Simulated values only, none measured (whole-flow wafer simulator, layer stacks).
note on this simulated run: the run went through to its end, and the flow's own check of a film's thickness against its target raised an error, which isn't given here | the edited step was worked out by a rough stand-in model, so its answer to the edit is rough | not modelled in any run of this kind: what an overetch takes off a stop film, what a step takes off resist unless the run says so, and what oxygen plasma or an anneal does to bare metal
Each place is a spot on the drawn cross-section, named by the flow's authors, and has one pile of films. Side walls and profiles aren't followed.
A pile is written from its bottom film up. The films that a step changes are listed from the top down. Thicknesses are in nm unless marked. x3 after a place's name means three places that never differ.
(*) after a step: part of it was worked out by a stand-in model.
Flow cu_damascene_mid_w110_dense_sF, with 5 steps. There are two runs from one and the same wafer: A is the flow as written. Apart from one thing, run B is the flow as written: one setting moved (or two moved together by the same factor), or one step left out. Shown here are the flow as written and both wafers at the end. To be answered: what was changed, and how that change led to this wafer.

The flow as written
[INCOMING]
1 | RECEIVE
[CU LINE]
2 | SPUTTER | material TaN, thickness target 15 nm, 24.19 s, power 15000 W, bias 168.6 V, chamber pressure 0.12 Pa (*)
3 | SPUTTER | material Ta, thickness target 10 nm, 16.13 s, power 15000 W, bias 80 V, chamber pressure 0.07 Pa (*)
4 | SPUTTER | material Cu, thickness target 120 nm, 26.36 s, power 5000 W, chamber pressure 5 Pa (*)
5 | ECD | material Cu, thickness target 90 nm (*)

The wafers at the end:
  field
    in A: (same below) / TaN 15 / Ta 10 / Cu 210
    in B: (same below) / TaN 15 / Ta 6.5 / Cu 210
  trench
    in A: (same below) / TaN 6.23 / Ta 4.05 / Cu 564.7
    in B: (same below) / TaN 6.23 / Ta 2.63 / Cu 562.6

Cause: step 3, SPUTTER: thickness target 6.5 nm was run, though the flow has thickness target 10 nm; step 3, SPUTTER: 10.48 s was run, where the flow has 16.13 s.
One can read it off the wafer: field has Ta 6.5, and step 3 as written asks for 10 nm.

The path from the change to this, step by step:
  3 | SPUTTER | material Ta, thickness target 10 nm, 16.13 s, power 15000 W, bias 80 V, chamber pressure 0.07 Pa (*)
      field: A Ta gains 10 (new film) | B Ta gains 6.5 (new film)
      trench: A Ta gains 4.05 (new film) | B Ta gains 2.63 (new film)
